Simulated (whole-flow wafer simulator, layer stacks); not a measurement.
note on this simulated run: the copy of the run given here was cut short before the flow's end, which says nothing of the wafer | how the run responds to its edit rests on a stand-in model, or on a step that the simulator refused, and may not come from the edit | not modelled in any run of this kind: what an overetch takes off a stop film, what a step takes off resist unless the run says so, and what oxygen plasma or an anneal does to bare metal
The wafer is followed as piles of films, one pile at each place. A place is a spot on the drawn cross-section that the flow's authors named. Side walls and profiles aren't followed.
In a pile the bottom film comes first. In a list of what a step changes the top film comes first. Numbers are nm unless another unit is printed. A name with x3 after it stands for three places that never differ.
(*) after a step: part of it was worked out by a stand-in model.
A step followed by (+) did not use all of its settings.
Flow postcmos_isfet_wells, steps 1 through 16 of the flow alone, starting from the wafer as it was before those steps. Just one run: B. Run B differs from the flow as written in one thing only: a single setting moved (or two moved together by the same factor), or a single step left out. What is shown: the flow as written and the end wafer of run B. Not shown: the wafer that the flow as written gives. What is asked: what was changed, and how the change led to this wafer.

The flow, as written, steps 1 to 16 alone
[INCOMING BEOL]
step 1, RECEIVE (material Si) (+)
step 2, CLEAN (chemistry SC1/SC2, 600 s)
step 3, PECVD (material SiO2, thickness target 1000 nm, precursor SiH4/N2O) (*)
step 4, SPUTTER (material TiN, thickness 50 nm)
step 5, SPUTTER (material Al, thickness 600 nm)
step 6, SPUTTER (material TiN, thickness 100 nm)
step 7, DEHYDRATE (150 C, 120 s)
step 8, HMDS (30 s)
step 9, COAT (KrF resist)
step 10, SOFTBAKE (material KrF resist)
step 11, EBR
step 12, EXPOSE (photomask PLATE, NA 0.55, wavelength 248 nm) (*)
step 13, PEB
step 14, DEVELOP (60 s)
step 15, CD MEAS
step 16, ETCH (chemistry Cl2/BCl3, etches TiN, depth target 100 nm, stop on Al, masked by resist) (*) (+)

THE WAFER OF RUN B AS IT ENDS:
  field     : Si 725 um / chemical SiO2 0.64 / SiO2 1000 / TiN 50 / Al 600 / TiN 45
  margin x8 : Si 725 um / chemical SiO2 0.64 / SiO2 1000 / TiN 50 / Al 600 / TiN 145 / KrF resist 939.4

Cause: step 6, SPUTTER: thickness 145 nm was run, while the flow as written has thickness 100 nm.
One can read it off the wafer: margin x8 has TiN 145, and step 6 as written asks for 100 nm.

The path from the change to this, step by step:
  step 6, SPUTTER (material TiN, thickness 100 nm)
      field, margin x8: TiN gains 145 (new film) (it would be, as written: TiN gains 100 (new film))
  step 16, ETCH (chemistry Cl2/BCl3, etches TiN, depth target 100 nm, stop on Al, masked by resist) (*) (+)
      field: TiN loses 100 (it would be, as written: TiN loses 100 (all of it))
